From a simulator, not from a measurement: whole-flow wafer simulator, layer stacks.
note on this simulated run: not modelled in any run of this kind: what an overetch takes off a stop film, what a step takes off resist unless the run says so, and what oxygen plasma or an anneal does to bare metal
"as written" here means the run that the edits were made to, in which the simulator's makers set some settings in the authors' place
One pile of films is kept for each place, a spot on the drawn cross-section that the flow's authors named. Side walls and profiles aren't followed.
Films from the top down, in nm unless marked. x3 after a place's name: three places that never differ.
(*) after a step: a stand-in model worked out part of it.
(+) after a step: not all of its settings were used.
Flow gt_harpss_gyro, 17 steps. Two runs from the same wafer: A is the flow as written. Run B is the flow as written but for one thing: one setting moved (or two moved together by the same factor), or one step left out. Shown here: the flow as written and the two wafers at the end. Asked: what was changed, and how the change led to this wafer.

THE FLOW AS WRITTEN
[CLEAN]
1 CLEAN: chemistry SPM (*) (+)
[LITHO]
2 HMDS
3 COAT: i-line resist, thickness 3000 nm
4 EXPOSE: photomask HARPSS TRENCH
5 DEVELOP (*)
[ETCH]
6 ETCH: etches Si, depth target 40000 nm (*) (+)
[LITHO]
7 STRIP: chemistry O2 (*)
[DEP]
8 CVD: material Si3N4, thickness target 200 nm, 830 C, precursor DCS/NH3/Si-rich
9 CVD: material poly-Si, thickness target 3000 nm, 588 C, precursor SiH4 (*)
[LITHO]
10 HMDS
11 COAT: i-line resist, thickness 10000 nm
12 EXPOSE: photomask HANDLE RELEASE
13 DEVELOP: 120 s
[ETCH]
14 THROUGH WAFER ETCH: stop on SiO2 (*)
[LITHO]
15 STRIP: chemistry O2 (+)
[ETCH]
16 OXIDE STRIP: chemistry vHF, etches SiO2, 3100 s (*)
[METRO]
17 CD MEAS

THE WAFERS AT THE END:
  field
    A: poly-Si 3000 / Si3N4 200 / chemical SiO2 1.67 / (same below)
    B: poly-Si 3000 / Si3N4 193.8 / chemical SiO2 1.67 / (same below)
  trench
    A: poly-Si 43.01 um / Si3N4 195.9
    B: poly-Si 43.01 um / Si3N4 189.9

The cause: step 8, CVD: thickness target 193.8 nm was run, where the flow has thickness target 200 nm.
It can be read off the wafer: field has Si3N4 193.8, and step 8 as written asks for 200 nm.

How the change led to this, step by step:
  8 CVD: material Si3N4, thickness target 200 nm, 830 C, precursor DCS/NH3/Si-rich
      field: A Si3N4 +200 (new film) | B Si3N4 +193.8 (new film)
      trench: A Si3N4 +195.9 (new film) | B Si3N4 +189.9 (new film)
